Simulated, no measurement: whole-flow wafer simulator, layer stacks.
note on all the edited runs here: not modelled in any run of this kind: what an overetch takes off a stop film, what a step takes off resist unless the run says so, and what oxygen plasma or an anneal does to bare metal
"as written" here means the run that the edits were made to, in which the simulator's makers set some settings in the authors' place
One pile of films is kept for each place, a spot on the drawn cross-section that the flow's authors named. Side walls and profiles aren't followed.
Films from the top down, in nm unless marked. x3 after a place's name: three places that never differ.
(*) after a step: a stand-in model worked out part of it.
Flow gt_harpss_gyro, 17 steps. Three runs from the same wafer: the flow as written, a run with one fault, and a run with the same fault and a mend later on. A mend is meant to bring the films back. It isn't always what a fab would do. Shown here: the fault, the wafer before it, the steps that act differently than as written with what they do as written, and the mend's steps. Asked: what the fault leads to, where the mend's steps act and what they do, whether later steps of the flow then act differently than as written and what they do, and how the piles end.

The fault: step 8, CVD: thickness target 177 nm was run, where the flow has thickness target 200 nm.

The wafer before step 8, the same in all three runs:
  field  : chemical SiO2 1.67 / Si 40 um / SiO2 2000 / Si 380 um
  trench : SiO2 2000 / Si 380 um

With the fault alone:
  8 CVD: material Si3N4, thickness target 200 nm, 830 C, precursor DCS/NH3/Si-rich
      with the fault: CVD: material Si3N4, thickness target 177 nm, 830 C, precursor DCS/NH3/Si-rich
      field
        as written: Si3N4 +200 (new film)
        with the fault: Si3N4 +177 (new film)
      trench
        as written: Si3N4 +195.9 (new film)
        with the fault: Si3N4 +173.5 (new film)
  Later steps of the flow that act differently than as written:
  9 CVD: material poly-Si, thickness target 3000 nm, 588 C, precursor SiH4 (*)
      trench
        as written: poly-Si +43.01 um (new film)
        with the fault: poly-Si +43 um (new film)
  At the end the piles differ from the flow's by more than 2% or 0.5 nm, whichever is larger, at field, trench.
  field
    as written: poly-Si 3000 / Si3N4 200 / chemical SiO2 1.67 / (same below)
    with the fault: poly-Si 3000 / Si3N4 177 / chemical SiO2 1.67 / (same below)
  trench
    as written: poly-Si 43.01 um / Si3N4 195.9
    with the fault: poly-Si 43 um / Si3N4 173.5

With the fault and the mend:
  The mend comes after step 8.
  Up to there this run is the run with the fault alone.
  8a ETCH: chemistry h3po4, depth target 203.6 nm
      field
        Si3N4 -177 (all of it)
      trench
        Si3N4 -173.5 (all of it)
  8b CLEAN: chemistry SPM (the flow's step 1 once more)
      changes no film at any place that is followed
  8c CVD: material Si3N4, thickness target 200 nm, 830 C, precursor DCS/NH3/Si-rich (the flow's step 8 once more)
      field
        Si3N4 +200 (new film)
      trench
        Si3N4 +195.9 (new film)
  No later step of the flow acts differently than as written at any place that is followed.
  At the end the piles are the same as the flow's at every place that both follow.
